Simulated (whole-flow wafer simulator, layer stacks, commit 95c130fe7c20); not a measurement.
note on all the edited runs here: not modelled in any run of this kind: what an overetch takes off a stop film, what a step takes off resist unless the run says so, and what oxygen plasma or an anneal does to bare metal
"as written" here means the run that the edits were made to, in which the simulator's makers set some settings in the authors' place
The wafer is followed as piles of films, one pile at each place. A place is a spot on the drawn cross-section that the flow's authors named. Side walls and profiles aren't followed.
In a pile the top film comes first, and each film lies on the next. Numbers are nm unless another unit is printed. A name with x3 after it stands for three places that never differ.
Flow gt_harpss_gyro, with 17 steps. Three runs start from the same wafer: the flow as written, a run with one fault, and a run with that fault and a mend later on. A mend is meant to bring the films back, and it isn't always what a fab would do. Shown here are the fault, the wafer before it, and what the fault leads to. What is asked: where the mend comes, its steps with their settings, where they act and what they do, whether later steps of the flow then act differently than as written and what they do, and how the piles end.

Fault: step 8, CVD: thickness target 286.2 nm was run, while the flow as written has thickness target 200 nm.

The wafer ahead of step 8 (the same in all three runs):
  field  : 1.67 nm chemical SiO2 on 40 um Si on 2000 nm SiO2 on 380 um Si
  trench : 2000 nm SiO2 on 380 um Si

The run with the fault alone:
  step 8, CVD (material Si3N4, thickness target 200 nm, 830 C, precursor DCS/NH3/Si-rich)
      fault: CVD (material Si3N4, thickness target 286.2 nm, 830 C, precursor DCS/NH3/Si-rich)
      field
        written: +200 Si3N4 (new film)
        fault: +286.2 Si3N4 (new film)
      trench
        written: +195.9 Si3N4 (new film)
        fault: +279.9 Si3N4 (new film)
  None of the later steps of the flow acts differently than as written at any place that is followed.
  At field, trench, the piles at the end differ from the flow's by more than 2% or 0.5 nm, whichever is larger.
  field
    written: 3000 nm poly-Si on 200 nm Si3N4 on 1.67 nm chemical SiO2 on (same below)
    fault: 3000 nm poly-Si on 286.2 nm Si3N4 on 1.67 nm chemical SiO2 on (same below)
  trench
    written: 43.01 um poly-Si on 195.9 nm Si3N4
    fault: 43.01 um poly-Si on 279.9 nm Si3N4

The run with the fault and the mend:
  After step 8 comes the mend.
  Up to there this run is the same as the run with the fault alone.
  step 8a, ETCH (chemistry h3po4, depth target 328.8 nm)
      field
        -286.2 Si3N4 (all of it)
      trench
        -279.9 Si3N4 (all of it)
  step 8b, CLEAN (chemistry SPM) (the flow's step 1 again)
      does not change any film at any place that is followed
  step 8c, CVD (material Si3N4, thickness target 200 nm, 830 C, precursor DCS/NH3/Si-rich) (the flow's step 8 again)
      field
        +200 Si3N4 (new film)
      trench
        +195.9 Si3N4 (new film)
  None of the later steps of the flow acts differently than as written at any place that is followed.
  At every place that both follow, the piles at the end match the flow's.
